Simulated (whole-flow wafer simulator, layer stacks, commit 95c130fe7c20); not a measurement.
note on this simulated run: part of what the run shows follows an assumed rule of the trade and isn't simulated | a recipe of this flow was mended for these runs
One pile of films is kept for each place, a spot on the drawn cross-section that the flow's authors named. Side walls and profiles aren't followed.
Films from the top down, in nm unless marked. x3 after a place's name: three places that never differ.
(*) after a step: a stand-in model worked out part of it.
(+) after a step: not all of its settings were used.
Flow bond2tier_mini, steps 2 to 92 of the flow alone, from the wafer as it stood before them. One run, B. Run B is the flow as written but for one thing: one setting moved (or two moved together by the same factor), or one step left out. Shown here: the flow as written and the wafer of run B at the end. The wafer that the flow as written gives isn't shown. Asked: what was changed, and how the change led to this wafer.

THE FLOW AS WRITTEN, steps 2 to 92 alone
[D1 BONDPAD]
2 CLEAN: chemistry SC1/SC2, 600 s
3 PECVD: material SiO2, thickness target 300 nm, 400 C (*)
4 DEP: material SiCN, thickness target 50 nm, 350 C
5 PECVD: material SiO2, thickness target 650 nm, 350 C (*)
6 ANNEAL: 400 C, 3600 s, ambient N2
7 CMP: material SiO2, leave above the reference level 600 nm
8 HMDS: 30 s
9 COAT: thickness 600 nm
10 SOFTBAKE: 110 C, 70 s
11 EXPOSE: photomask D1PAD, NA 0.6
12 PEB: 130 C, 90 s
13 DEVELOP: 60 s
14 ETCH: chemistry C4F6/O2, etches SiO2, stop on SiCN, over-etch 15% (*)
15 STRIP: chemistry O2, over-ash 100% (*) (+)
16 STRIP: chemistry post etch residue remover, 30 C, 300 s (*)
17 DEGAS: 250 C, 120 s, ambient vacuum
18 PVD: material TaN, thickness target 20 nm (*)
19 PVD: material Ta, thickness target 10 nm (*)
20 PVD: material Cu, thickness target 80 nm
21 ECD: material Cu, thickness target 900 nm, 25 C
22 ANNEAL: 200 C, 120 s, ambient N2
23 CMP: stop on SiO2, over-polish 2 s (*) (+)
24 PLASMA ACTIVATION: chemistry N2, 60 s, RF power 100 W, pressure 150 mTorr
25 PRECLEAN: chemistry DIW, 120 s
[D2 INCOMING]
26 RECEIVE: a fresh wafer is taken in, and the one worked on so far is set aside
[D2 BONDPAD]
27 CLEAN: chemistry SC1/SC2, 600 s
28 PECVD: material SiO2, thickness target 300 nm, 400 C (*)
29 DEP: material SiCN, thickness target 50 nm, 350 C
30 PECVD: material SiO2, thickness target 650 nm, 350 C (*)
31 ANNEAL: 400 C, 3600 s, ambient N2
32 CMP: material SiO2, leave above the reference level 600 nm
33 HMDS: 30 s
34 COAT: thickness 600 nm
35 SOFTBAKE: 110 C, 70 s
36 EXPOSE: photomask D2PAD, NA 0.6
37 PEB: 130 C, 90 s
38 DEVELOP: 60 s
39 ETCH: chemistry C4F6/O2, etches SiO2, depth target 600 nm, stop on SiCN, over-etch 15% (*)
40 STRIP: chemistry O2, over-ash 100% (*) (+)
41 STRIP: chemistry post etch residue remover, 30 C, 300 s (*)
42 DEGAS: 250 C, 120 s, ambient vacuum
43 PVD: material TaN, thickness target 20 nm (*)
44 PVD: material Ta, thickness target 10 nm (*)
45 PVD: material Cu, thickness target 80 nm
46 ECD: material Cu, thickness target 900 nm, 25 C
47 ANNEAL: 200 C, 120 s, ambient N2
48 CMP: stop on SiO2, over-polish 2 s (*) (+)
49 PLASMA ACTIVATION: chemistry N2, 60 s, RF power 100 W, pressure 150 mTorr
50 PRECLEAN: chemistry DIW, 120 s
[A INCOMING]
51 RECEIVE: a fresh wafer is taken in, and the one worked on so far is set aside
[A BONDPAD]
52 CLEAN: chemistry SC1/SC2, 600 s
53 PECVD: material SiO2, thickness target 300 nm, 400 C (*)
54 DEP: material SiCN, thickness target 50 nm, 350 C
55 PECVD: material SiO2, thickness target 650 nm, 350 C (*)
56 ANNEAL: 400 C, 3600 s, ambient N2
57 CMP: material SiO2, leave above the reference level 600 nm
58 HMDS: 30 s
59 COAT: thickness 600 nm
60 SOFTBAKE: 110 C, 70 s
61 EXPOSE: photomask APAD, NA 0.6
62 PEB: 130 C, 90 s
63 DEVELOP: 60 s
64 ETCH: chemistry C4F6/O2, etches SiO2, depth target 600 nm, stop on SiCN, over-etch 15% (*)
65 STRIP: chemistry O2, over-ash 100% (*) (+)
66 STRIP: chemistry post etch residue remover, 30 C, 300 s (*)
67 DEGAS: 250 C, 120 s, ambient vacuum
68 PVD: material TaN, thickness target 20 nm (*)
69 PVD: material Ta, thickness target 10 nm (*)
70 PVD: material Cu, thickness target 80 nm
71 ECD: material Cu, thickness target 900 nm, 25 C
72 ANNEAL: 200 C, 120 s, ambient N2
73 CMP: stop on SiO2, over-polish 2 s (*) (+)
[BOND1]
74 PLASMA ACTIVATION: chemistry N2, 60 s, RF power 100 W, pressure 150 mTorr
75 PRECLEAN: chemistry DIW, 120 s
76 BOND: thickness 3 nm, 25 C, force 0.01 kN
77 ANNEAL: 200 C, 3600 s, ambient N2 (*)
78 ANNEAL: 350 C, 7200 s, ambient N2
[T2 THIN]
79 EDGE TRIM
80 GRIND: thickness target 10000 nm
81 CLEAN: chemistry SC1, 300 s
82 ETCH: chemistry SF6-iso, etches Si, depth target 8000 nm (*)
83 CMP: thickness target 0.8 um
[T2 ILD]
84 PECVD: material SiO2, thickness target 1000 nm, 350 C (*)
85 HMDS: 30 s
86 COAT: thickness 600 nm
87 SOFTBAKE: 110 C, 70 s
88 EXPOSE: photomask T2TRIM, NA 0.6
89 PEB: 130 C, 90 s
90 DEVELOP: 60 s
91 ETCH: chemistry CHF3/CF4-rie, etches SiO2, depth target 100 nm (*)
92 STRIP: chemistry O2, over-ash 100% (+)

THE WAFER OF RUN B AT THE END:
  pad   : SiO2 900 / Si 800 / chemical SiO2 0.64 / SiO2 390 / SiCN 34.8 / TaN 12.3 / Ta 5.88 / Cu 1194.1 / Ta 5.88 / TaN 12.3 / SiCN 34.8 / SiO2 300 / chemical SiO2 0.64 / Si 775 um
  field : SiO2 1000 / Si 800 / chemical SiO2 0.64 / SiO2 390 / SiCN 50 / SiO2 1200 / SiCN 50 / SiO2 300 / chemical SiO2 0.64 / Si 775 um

The cause: step 3, PECVD: thickness target 390 nm was run, where the flow has thickness target 300 nm.
It can be read off the wafer: pad has SiO2 390, and step 3 as written asks for 300 nm.

How the change led to this, step by step:
  3 PECVD: material SiO2, thickness target 300 nm, 400 C (*)
      field, pad, via: SiO2 +390 (new film) (as written it would be: SiO2 +300 (new film))
  76 BOND: thickness 3 nm, 25 C, force 0.01 kN
      field: Si +775 um (new film), chemical SiO2 +0.64 (new film), SiO2 +390 (new film), SiCN +50 (new film), SiO2 +600 (as written it would be: Si +775 um (new film), chemical SiO2 +0.64 (new film), SiO2 +300 (new film), SiCN +50 (new film), SiO2 +600)
      pad: Si +775 um (new film), chemical SiO2 +0.64 (new film), SiO2 +390 (new film), SiCN +34.8 (new film), TaN +12.3 (new film), Ta +5.88 (new film), Cu +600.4 (as written it would be: Si +775 um (new film), chemical SiO2 +0.64 (new film), SiO2 +300 (new film), SiCN +34.8 (new film), TaN +12.3 (new film), Ta +5.88 (new film), Cu +600.4)
      (and at 1 more place)
